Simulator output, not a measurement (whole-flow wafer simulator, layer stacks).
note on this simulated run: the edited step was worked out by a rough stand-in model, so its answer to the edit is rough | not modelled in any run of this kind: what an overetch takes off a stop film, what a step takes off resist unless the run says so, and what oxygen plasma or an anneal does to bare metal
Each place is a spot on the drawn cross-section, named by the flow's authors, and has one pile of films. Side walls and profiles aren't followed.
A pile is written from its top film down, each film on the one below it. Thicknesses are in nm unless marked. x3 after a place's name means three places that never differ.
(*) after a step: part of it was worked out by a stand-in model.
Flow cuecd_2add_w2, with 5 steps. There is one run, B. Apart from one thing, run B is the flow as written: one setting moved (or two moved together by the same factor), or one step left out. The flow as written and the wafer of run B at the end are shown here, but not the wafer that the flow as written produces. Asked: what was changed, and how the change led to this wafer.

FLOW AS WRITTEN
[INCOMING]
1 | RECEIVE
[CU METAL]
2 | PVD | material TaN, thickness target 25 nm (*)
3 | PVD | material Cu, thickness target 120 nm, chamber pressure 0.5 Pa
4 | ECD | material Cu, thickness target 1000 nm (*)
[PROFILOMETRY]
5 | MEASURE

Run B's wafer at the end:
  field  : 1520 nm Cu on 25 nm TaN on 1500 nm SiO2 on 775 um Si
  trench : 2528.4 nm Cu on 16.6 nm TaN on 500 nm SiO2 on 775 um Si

What caused this: step 4, ECD: thickness target 1400 nm was run, whereas the flow has thickness target 1000 nm.

The path from the change to this, step by step:
  4 | ECD | material Cu, thickness target 1000 nm (*)
      field: +1400 Cu (in the flow as written it would be: +1000 Cu)
      trench: +2447.6 Cu (in the flow as written it would be: +2047.6 Cu)
